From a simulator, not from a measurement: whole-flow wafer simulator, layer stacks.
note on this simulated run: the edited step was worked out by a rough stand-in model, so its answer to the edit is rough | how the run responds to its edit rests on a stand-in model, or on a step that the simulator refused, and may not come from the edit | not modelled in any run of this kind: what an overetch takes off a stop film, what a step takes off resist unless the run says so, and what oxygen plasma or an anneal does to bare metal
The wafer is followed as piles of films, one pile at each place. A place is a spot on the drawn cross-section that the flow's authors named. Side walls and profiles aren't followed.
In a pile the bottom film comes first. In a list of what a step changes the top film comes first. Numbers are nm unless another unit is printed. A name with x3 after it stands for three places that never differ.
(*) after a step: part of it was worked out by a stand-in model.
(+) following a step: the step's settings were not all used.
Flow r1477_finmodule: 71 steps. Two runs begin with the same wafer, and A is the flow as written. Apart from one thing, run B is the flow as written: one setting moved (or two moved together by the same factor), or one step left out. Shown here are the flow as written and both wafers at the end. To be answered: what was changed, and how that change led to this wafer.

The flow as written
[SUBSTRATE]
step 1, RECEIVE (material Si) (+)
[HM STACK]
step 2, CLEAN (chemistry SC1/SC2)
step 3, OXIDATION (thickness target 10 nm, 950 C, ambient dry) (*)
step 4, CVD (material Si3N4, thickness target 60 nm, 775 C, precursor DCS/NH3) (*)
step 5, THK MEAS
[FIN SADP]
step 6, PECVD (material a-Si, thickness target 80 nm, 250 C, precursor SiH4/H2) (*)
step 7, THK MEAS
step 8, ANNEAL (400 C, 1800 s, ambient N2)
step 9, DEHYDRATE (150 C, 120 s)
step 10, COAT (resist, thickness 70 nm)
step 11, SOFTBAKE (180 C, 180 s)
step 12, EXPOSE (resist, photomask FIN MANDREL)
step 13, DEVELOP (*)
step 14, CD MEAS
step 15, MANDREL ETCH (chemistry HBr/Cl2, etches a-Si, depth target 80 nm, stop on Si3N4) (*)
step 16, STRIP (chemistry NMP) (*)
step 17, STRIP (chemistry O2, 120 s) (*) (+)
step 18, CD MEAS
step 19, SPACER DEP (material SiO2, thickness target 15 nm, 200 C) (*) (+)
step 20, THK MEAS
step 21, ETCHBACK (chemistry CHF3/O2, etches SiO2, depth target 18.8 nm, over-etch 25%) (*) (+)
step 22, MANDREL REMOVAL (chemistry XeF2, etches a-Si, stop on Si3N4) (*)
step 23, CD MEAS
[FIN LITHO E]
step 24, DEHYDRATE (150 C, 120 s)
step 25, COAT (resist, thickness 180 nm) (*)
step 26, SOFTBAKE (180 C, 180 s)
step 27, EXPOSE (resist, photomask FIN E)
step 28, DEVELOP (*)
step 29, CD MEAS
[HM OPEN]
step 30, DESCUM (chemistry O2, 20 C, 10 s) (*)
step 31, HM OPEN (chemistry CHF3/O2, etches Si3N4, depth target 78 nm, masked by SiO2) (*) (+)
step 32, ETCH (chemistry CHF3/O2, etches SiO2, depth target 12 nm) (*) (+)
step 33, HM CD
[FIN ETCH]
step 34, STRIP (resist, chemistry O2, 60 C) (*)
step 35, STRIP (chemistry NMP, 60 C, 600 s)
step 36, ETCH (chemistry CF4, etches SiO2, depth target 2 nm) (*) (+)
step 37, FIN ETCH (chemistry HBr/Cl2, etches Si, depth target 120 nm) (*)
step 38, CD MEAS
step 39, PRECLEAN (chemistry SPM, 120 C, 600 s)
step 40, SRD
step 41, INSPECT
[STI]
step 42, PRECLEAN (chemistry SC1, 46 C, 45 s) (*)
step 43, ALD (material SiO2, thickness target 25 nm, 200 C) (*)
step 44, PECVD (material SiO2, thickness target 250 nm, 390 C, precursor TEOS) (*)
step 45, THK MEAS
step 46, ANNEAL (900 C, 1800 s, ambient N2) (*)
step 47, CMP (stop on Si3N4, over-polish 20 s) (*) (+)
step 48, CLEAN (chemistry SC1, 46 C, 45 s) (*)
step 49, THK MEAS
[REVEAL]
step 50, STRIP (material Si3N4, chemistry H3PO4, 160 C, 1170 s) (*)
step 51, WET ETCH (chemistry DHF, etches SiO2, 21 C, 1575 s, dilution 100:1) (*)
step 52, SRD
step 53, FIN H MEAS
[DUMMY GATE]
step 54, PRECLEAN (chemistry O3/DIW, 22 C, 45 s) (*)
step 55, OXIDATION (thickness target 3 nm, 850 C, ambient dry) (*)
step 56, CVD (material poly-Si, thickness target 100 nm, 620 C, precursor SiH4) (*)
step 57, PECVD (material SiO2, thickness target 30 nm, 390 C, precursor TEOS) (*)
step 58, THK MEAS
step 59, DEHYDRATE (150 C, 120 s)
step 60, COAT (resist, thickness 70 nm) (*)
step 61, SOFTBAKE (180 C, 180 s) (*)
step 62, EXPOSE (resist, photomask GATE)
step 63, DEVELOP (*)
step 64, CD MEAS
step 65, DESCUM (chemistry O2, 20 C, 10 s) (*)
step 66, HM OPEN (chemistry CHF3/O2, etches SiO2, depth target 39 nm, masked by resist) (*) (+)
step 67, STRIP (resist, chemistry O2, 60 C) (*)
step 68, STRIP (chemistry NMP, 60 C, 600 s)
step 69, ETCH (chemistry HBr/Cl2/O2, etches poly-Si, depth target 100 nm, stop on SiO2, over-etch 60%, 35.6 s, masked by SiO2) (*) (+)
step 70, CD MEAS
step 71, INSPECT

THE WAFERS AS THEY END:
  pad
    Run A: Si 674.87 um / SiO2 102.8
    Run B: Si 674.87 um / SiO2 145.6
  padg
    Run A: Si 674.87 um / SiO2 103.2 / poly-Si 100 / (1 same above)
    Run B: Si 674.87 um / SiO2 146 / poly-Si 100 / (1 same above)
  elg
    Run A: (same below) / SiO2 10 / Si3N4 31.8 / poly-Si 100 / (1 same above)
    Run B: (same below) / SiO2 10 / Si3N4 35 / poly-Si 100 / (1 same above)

Cause: step 51, WET ETCH: 788 s was run, whereas the flow has 1575 s.

Step by step, how the change led to this:
  step 51, WET ETCH (chemistry DHF, etches SiO2, 21 C, 1575 s, dilution 100:1) (*)
      pad, padg, e40sg and 12 more: A SiO2 loses 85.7 | B SiO2 loses 42.9
      elg, e40lg, e100lg, e200lg, elo, e40lo, e100lo, e200lo: A SiO2 loses 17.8 (all of it), Si3N4 loses 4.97 | B SiO2 loses 17.8 (all of it), Si3N4 loses 1.76
      (as well as at 7 more places)
  step 56, CVD (material poly-Si, thickness target 100 nm, 620 C, precursor SiH4) (*)
      s40sg_line, s45sg_line, s50sg_line, s40so_line, s45so_line, s50so_line: A poly-Si gains 100 (new film) | B poly-Si gains 120.2 (new film)
      s40cg, s40co: A poly-Si gains 113.9 (new film) | B poly-Si gains 100 (new film)
      (as well as at 5 more places)
  step 60, COAT (resist, thickness 70 nm) (*)
      e40lg, e100lg, elo, e40lo, e100lo: A resist gains 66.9 (new film) | B resist gains 68.8 (new film)
      e40sg, eso, e40so: A resist gains 129.5 (new film) | B resist gains 91.9 (new film)
      (as well as at 22 more places)
  step 63, DEVELOP (*)
      elo, e40lo, e100lo: A resist loses 66.9 (all of it) | B resist loses 68.8 (all of it)
      eso, e40so: A resist loses 129.5 (all of it) | B resist loses 91.9 (all of it)
      (as well as at 11 more places)
  step 67, STRIP (resist, chemistry O2, 60 C) (*)
      e40lg, e100lg: A resist loses 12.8 (all of it) | B resist loses 14.7 (all of it)
      e40sg: A resist loses 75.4 (all of it) | B resist loses 37.8 (all of it)
      (as well as at 12 more places)
  step 69, ETCH (chemistry HBr/Cl2/O2, etches poly-Si, depth target 100 nm, stop on SiO2, over-etch 60%, 35.6 s, masked by SiO2) (*) (+)
      s40so_line, s45so_line, s50so_line: A chemical SiO2 loses 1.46 (all of it), poly-Si loses 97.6 (all of it), SiO2 loses 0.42 | B chemical SiO2 loses 1.23 (all of it), poly-Si loses 117.9 (all of it), SiO2 loses 0.21
      s40co: A chemical SiO2 loses 1.46 (all of it), poly-Si loses 111.5 (all of it), SiO2 loses 0.24 | B chemical SiO2 loses 1.23 (all of it), poly-Si loses 97.7 (all of it), SiO2 loses 0.42
      (as well as at 2 more places)
